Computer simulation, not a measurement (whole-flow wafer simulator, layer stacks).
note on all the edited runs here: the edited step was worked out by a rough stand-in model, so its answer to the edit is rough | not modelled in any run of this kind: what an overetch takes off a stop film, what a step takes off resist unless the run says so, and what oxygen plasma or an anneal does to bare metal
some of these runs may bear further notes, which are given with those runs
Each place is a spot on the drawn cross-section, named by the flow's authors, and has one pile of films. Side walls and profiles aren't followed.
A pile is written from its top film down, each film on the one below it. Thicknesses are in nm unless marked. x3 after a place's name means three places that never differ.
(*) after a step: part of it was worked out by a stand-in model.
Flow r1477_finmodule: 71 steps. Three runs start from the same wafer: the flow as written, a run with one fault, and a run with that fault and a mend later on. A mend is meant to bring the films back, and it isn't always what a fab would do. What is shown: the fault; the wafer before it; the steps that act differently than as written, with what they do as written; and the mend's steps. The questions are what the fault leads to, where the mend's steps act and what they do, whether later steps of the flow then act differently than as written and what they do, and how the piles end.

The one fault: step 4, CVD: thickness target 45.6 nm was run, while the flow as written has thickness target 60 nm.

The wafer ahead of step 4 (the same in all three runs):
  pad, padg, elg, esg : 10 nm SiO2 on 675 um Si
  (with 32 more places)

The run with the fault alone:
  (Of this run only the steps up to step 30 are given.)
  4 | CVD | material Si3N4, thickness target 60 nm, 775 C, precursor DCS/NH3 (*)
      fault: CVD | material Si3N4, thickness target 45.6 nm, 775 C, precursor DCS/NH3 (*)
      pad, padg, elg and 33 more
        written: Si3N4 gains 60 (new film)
        fault: Si3N4 gains 45.6 (new film)
  Every later step of the flow up to step 30 that is run acts as written at every place that is followed.
  The piles after step 30 differ from the flow's at pad, padg, elg and 33 more by more than 2% or 0.5 nm, whichever is larger.
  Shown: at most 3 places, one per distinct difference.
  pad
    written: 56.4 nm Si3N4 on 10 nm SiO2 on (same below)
    fault: 42 nm Si3N4 on 10 nm SiO2 on (same below)
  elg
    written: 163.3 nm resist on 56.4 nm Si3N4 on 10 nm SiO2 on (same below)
    fault: 163.3 nm resist on 42 nm Si3N4 on 10 nm SiO2 on (same below)
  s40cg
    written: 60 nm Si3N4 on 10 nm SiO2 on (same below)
    fault: 45.6 nm Si3N4 on 10 nm SiO2 on (same below)

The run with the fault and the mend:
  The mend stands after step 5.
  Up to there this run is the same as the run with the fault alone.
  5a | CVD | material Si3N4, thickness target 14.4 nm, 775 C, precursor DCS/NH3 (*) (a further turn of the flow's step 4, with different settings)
      pad, padg, elg and 33 more
        Si3N4 gains 14.4
  Every later step of the flow that is run acts as written at every place that is followed.
  The piles end the same as the flow's at every place that both follow.
